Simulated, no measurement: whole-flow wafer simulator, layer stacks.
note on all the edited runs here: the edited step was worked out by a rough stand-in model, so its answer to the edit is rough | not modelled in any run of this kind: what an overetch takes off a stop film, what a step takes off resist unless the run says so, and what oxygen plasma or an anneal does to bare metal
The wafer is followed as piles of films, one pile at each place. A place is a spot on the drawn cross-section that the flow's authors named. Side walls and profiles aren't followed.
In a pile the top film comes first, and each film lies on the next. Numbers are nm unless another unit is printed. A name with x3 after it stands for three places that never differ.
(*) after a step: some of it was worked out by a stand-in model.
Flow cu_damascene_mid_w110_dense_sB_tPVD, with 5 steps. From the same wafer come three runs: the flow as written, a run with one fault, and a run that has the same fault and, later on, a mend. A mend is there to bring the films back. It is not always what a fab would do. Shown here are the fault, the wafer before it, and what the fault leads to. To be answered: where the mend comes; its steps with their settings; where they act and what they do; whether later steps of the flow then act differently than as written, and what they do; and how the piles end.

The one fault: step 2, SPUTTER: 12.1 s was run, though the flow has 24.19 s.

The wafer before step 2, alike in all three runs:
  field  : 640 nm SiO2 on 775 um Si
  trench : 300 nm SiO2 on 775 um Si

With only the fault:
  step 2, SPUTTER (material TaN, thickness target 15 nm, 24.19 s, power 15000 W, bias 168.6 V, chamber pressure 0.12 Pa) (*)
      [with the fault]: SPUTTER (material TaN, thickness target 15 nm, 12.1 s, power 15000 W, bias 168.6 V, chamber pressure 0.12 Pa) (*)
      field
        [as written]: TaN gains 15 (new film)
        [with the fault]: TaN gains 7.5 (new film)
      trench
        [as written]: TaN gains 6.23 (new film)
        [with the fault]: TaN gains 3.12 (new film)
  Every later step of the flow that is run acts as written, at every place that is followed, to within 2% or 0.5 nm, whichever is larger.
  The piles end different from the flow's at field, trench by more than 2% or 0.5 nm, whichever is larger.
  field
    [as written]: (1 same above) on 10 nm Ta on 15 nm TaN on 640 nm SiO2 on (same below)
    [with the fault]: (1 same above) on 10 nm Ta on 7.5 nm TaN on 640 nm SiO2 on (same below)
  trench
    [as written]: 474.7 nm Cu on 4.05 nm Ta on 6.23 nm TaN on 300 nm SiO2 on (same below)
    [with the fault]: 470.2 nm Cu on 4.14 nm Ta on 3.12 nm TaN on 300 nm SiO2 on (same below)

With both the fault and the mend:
  The mend stands after step 2.
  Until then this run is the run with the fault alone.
  step 2a, SPUTTER (material TaN, thickness target 15 nm, 12.09 s, power 15000 W, bias 168.6 V, chamber pressure 0.12 Pa) (*) (a further turn of the flow's step 2, with different settings)
      field
        TaN gains 7.5
      trench
        TaN gains 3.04
  Every later step of the flow that is run acts as written, at every place that is followed, to within 2% or 0.5 nm, whichever is larger.
  At the end the piles are close to the flow's at the places that both follow, differing by at most 2% or 0.5 nm, whichever is larger.
